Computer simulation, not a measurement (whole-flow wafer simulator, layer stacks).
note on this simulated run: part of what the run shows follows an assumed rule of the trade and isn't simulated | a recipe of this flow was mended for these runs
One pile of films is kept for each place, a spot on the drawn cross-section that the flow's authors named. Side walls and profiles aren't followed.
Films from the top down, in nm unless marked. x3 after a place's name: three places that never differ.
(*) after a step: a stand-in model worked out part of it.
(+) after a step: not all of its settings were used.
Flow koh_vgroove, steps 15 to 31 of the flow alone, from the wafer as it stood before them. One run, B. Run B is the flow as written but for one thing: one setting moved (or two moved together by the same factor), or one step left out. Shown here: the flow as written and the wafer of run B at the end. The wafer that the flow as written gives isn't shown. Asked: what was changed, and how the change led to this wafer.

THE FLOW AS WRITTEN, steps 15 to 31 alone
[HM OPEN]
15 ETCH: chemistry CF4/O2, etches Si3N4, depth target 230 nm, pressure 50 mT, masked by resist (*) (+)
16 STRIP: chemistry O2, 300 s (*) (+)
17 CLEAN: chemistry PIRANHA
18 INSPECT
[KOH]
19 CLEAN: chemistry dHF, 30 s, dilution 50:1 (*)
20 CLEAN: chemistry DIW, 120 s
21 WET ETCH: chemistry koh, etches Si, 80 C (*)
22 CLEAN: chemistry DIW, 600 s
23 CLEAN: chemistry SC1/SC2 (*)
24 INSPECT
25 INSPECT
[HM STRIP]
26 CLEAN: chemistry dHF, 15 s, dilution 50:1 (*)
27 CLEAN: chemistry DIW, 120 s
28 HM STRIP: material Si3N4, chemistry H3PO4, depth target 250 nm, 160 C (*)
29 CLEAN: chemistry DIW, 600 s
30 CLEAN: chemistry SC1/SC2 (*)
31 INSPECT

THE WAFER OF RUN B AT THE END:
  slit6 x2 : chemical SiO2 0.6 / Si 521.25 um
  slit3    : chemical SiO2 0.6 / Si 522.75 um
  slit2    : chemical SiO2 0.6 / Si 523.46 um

The cause: step 15, ETCH: depth target 213 nm was run, where the flow has depth target 230 nm.

How the change led to this, step by step:
  15 ETCH: chemistry CF4/O2, etches Si3N4, depth target 230 nm, pressure 50 mT, masked by resist (*) (+)
      slit3, slit2, slit6 x2: Si3N4 -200 (all of it), chemical SiO2 -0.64 (all of it), Si -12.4 (as written it would be: Si3N4 -200 (all of it), chemical SiO2 -0.64 (all of it), Si -29.4)
      field: i-line-resist -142 (as written it would be: i-line-resist -153.3)
